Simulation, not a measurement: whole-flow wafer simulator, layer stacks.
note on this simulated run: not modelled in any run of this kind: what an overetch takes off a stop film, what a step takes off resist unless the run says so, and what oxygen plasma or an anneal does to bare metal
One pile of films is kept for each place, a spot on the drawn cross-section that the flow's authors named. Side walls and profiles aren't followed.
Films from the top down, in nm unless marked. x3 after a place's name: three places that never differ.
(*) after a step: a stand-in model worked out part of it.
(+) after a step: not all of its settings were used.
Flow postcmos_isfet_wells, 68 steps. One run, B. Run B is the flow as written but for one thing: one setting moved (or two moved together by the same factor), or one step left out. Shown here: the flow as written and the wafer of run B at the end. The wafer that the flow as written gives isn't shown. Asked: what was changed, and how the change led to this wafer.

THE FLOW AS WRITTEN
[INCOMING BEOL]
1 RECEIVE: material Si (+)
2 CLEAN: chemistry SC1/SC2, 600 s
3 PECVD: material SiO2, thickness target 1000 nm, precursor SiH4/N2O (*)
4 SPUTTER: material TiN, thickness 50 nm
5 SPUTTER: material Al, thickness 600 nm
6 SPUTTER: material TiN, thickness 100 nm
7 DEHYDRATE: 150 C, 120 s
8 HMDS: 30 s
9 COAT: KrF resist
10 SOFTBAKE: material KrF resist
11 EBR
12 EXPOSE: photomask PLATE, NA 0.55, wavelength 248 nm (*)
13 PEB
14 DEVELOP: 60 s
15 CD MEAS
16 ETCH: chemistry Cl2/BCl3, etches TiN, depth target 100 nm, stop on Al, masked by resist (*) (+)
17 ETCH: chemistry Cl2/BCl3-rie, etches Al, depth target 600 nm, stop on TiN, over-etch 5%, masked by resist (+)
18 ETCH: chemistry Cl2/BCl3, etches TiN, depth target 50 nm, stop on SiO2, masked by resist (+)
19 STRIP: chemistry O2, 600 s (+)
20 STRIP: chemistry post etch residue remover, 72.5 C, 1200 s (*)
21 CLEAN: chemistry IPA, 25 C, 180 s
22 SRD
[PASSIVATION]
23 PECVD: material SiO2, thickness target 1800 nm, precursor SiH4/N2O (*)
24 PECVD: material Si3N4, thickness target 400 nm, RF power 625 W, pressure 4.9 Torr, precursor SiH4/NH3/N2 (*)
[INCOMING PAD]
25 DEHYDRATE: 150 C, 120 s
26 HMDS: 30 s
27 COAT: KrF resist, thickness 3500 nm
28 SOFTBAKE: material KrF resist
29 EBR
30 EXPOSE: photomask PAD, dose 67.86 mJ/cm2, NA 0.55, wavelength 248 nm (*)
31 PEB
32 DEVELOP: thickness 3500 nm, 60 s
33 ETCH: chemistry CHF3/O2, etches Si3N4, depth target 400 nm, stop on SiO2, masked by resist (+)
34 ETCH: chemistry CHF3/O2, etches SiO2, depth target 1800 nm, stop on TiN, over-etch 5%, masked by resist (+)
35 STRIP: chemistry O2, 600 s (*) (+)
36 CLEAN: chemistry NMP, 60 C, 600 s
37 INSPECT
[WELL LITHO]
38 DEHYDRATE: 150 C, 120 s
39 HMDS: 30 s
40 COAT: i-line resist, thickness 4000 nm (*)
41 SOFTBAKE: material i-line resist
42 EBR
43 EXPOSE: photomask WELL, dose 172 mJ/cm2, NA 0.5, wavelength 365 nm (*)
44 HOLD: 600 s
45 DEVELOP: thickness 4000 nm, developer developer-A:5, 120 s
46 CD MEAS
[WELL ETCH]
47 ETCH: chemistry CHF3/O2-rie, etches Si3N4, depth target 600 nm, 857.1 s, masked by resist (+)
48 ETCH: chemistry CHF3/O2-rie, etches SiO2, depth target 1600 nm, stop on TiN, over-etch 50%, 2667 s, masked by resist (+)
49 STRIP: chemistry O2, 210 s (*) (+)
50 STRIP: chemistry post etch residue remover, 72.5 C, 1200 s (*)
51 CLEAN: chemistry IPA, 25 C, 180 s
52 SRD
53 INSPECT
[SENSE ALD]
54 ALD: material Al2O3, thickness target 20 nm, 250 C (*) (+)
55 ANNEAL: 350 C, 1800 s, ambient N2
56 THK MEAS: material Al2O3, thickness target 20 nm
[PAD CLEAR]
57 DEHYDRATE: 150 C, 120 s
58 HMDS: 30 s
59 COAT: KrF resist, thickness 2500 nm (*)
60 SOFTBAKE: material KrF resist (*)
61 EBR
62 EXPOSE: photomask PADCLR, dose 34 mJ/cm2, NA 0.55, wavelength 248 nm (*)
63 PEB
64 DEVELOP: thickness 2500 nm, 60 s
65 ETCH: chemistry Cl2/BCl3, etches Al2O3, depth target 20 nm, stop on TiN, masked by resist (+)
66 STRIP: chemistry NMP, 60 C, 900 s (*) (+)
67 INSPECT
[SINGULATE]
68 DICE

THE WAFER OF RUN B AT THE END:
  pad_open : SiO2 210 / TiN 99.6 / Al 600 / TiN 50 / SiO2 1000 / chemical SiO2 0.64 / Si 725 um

The cause: step 33, ETCH: depth target 200 nm was run, where the flow has depth target 400 nm.

How the change led to this, step by step:
  33 ETCH: chemistry CHF3/O2, etches Si3N4, depth target 400 nm, stop on SiO2, masked by resist (+)
      pad_open: Si3N4 -200 (as written it would be: Si3N4 -400 (all of it))
      field, margin, well900, well1300 x3, pad_rim, pad_clr: KrF resist -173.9 (as written it would be: KrF resist -347.8)
  34 ETCH: chemistry CHF3/O2, etches SiO2, depth target 1800 nm, stop on TiN, over-etch 5%, masked by resist (+)
      pad_open: Si3N4 -200 (all of it), SiO2 -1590 (as written it would be: SiO2 -1800 (all of it))
  35 STRIP: chemistry O2, 600 s (*) (+)
      field, margin, well900, well1300 x3, pad_rim, pad_clr: KrF resist -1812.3 (all of it) (as written it would be: KrF resist -1638.4 (all of it))
  41 SOFTBAKE: material i-line resist
      pad_clr: i-line resist -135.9 (as written it would be: i-line resist -156.7)
      pad_open: i-line resist +105.9 (as written it would be: i-line resist +115.3)
  49 STRIP: chemistry O2, 210 s (*) (+)
      pad_clr: i-line resist -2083 (all of it) (as written it would be: i-line resist -1996.5 (all of it))
      pad_open: i-line resist -3731.6 (all of it) (as written it would be: i-line resist -3816.3 (all of it))
  59 COAT: KrF resist, thickness 2500 nm (*)
      pad_rim: KrF resist +2024.2 (new film) (as written it would be: KrF resist +1976.4 (new film))
      pad_clr: KrF resist +1762.2 (new film) (as written it would be: KrF resist +1691.6 (new film))
  60 SOFTBAKE: material KrF resist (*)
      pad_clr: KrF resist -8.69 (as written it would be: KrF resist -9.57)
  64 DEVELOP: thickness 2500 nm, 60 s
      pad_clr: KrF resist -1753.5 (all of it) (as written it would be: KrF resist -1682 (all of it))
  66 STRIP: chemistry NMP, 60 C, 900 s (*) (+)
      pad_rim: KrF resist -1985.3 (all of it) (as written it would be: KrF resist -1937.7 (all of it))
